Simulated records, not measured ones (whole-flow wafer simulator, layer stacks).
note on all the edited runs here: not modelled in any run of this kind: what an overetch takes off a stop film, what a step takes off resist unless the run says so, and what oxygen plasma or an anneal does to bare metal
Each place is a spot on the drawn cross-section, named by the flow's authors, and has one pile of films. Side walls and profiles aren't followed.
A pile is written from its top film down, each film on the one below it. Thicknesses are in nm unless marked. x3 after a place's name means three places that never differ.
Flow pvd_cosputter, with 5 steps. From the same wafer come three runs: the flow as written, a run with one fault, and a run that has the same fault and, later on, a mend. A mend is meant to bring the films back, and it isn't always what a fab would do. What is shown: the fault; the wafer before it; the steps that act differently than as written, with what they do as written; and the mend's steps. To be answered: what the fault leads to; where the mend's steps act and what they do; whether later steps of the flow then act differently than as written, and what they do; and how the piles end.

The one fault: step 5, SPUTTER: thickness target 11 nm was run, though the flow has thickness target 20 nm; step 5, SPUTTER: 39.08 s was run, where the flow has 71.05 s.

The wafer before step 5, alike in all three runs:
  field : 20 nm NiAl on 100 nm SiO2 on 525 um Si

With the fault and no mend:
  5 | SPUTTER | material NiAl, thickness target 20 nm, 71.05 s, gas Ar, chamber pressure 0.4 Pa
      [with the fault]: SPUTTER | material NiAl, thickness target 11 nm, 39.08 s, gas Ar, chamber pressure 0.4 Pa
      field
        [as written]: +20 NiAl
        [with the fault]: +11 NiAl
  None of the later steps of the flow acts differently than as written at any place that is followed.
  The piles end different from the flow's at field by more than 2% or 0.5 nm, whichever is larger.
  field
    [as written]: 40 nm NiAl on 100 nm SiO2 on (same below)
    [with the fault]: 31 nm NiAl on 100 nm SiO2 on (same below)

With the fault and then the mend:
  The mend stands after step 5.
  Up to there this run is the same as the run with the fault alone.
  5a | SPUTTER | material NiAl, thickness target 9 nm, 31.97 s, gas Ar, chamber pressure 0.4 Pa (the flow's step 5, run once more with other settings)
      field
        +9 NiAl
  None of the later steps of the flow acts differently than as written at any place that is followed.
  The piles end the same as the flow's at every place that both follow.
